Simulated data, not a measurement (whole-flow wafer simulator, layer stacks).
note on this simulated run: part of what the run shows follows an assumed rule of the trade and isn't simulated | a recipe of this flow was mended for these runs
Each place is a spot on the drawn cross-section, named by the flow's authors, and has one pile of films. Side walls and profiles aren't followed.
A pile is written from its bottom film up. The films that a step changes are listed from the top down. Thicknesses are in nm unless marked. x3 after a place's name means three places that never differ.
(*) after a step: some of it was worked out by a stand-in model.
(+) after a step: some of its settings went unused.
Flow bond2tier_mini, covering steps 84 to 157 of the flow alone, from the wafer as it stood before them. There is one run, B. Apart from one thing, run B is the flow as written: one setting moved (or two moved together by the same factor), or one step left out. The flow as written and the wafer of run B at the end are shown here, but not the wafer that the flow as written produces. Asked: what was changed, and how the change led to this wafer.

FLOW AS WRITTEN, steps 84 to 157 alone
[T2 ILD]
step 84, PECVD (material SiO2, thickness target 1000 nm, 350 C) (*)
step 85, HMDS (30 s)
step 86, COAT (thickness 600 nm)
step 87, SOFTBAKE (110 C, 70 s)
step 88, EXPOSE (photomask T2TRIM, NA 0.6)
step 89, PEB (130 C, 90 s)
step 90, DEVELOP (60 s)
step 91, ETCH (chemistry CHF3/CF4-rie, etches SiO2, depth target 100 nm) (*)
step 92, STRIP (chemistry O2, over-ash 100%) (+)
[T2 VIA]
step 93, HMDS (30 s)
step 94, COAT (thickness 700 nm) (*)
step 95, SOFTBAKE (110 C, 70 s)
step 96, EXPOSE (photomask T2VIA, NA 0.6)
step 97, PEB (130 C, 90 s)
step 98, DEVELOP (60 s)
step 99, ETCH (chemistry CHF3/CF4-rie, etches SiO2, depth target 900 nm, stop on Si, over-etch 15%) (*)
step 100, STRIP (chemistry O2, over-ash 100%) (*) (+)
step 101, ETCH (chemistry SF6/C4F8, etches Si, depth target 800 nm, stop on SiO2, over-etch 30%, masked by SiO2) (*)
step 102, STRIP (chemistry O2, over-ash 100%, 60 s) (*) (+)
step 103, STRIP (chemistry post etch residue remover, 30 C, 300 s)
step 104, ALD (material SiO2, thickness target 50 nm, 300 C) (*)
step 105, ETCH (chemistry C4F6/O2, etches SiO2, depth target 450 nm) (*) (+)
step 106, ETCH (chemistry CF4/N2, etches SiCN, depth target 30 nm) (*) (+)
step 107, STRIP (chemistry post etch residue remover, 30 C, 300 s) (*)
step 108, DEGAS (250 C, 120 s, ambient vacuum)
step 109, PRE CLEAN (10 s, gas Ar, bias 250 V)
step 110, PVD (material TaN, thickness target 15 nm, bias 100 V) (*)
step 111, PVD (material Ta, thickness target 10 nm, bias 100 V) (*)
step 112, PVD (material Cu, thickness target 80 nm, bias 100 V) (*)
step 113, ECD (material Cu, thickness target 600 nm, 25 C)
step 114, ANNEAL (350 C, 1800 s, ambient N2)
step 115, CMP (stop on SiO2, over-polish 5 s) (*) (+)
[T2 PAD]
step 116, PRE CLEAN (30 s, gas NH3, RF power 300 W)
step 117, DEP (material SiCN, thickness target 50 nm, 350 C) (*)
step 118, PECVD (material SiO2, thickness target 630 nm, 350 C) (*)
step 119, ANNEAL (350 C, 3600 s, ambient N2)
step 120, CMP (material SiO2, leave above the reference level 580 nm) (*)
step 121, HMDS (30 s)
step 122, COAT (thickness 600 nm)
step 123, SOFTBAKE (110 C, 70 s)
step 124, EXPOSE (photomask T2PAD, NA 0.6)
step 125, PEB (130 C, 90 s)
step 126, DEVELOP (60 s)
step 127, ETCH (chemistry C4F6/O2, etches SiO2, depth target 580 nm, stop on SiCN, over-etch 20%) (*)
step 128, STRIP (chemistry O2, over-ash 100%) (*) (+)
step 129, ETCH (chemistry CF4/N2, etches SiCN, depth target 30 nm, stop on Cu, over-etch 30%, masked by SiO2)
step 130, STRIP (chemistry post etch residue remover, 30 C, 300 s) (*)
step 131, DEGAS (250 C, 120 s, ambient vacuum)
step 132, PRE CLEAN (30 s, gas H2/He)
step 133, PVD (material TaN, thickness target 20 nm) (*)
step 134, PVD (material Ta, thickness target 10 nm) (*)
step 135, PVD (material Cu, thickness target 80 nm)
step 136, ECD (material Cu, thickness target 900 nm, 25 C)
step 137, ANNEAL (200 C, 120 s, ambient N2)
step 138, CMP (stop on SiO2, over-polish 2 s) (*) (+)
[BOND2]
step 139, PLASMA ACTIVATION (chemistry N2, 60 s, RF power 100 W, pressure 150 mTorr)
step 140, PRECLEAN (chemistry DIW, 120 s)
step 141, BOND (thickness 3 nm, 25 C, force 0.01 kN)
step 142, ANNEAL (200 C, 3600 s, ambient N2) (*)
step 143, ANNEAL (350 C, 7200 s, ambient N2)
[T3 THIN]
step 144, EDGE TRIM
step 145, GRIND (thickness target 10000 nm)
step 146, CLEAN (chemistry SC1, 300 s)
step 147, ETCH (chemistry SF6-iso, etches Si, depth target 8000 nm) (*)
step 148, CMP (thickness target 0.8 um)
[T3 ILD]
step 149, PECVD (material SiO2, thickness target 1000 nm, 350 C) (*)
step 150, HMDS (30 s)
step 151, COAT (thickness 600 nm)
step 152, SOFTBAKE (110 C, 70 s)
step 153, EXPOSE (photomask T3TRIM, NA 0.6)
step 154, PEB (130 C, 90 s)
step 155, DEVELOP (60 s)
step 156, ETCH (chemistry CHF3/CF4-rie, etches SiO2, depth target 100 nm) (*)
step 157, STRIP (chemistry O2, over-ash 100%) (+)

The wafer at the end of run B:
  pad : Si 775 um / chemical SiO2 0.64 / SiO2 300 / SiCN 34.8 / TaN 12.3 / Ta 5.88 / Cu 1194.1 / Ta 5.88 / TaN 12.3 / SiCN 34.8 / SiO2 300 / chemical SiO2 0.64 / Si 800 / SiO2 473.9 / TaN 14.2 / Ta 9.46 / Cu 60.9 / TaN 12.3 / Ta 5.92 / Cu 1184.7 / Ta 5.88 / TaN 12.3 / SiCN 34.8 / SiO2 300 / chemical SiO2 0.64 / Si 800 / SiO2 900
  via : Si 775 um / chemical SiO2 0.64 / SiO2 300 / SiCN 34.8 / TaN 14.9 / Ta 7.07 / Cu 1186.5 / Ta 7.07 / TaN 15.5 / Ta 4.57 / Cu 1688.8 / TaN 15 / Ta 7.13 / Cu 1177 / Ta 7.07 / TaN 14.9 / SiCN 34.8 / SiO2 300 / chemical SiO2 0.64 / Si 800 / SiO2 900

What caused this: step 91, ETCH: depth target 92.8 nm was run, though the flow has depth target 100 nm.

How this came from the change, step by step:
  step 91, ETCH (chemistry CHF3/CF4-rie, etches SiO2, depth target 100 nm) (*)
      pad, via: SiO2 loses 92.8 (in the flow as written it would be: SiO2 loses 100)
      field: thick-KrF-resist loses 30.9 (in the flow as written it would be: thick-KrF-resist loses 33.3)
  step 99, ETCH (chemistry CHF3/CF4-rie, etches SiO2, depth target 900 nm, stop on Si, over-etch 15%) (*)
      via: SiO2 loses 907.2 (all of it), Si loses 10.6 (in the flow as written it would be: SiO2 loses 900 (all of it), Si loses 11.2)
